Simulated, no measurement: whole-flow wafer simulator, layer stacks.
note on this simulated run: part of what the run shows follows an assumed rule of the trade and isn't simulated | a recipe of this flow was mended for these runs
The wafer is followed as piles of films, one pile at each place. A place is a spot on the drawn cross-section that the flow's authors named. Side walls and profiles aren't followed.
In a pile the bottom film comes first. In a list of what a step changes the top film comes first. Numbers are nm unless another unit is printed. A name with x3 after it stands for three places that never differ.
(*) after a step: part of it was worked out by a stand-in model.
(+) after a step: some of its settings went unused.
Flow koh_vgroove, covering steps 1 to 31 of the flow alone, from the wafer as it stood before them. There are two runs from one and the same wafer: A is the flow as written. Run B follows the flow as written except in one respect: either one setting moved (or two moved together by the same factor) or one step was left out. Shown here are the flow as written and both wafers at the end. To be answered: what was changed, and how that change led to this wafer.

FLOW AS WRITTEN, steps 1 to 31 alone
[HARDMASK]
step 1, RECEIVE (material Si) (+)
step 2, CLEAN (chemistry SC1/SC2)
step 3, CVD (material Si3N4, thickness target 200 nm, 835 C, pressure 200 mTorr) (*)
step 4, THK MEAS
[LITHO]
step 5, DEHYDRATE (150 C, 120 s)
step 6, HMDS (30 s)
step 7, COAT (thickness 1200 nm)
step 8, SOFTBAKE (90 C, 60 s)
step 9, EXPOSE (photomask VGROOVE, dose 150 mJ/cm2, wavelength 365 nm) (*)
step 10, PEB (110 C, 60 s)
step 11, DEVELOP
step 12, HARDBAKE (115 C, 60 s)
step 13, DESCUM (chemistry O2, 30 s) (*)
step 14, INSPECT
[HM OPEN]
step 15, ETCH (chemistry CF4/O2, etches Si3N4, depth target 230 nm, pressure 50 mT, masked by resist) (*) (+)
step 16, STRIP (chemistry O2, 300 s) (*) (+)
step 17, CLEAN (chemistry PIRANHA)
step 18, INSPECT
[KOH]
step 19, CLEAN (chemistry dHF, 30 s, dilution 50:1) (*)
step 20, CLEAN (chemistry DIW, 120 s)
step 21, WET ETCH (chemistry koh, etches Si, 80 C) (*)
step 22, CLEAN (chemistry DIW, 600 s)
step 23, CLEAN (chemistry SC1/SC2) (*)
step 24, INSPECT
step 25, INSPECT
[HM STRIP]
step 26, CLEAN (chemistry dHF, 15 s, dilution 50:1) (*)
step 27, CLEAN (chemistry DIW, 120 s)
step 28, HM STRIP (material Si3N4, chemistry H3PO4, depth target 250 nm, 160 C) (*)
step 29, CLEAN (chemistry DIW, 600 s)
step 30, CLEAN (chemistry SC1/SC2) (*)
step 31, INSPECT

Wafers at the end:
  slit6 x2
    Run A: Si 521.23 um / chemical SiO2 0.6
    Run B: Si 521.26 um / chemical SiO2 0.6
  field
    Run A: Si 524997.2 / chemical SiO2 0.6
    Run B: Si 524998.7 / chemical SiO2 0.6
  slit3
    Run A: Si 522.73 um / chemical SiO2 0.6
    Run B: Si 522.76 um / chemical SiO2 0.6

Cause: step 3, CVD: thickness target 229 nm was run, whereas the flow has thickness target 200 nm.

The path from the change to this, step by step:
  step 3, CVD (material Si3N4, thickness target 200 nm, 835 C, pressure 200 mTorr) (*)
      field, slit3, slit2, slit6 x2: A Si3N4 gains 200 (new film) | B Si3N4 gains 229 (new film)
  step 15, ETCH (chemistry CF4/O2, etches Si3N4, depth target 230 nm, pressure 50 mT, masked by resist) (*) (+)
      slit3, slit2, slit6 x2: A Si3N4 loses 200 (all of it), chemical SiO2 loses 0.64 (all of it), Si loses 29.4 | B Si3N4 loses 229 (all of it), chemical SiO2 loses 0.64 (all of it), Si loses 0.36
  step 28, HM STRIP (material Si3N4, chemistry H3PO4, depth target 250 nm, 160 C) (*)
      field: A Si3N4 loses 198.7 (all of it), chemical SiO2 loses 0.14, Si loses 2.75 | B Si3N4 loses 227.7 (all of it), chemical SiO2 loses 0.14, Si loses 1.3
